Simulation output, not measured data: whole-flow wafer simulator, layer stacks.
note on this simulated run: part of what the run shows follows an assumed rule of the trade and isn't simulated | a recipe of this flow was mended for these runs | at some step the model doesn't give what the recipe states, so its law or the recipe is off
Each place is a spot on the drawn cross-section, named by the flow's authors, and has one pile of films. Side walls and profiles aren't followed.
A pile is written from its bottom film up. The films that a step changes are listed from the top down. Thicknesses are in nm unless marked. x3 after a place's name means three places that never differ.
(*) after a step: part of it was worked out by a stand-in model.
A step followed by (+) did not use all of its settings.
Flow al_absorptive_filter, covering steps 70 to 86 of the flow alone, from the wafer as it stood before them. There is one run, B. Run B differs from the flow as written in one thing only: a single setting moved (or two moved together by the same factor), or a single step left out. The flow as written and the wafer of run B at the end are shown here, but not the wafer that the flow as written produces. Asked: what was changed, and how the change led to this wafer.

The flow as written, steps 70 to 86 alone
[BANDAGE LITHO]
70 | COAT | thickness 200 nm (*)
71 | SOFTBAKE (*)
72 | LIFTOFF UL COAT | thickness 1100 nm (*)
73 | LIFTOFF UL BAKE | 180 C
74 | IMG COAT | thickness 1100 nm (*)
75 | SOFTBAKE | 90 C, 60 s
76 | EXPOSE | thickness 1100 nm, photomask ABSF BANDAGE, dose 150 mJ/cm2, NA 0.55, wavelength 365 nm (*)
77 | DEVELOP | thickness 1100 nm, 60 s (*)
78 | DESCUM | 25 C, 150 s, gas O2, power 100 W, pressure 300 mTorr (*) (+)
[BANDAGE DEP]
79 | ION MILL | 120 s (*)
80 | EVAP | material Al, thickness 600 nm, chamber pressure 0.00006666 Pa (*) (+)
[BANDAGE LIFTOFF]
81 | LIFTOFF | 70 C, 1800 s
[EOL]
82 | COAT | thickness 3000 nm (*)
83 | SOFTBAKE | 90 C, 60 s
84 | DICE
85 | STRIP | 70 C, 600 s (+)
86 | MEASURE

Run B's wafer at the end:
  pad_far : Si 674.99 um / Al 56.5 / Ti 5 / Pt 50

What caused this: step 78, DESCUM: 114 s was run, whereas the flow has 150 s.

How this came from the change, step by step:
  78 | DESCUM | 25 C, 150 s, gas O2, power 100 W, pressure 300 mTorr (*) (+)
      pad_far: acrylic-e-beam-resist loses 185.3 (it would be, as written: acrylic-e-beam-resist loses 203.2 (all of it))
      gnd, ledge, res and 9 more: i-line-resist loses 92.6 (it would be, as written: i-line-resist loses 121.9)
  79 | ION MILL | 120 s (*)
      pad_far: acrylic-e-beam-resist loses 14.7 (it would be, as written: Pt loses 14.7)
  81 | LIFTOFF | 70 C, 1800 s
      pad_far: Al loses 600 (all of it), acrylic-e-beam-resist loses 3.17 (all of it) (it would be, as written: nothing)
      xa_field, xl_land, idc_field: Al loses 600 (all of it), i-line-resist loses 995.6 (all of it), lift-off-underlayer loses 1100 (all of it), acrylic-e-beam-resist loses 200 (all of it) (it would be, as written: Al loses 600 (all of it), i-line-resist loses 966.4 (all of it), lift-off-underlayer loses 1100 (all of it), acrylic-e-beam-resist loses 200 (all of it))
      (and at 9 other places as well)
  82 | COAT | thickness 3000 nm (*)
      gnd: i-line-resist gains 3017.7 (new film) (it would be, as written: i-line-resist gains 3084.4 (new film))
      pad_far: i-line-resist gains 3039 (new film) (it would be, as written: i-line-resist gains 2560.9 (new film))
      (and at 1 other place as well)
  83 | SOFTBAKE | 90 C, 60 s
      gnd: i-line-resist gains 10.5 (it would be, as written: i-line-resist gains 6.13)
      pad_far: i-line-resist loses 9.59 (it would be, as written: i-line-resist loses 44.2)
      (and at 3 other places as well)
  85 | STRIP | 70 C, 600 s (+)
      gnd: i-line-resist loses 3028.2 (all of it) (it would be, as written: i-line-resist loses 3090.5 (all of it))
      pad_far: i-line-resist loses 3029.4 (all of it) (it would be, as written: i-line-resist loses 2516.7 (all of it))
      (and at 1 other place as well)
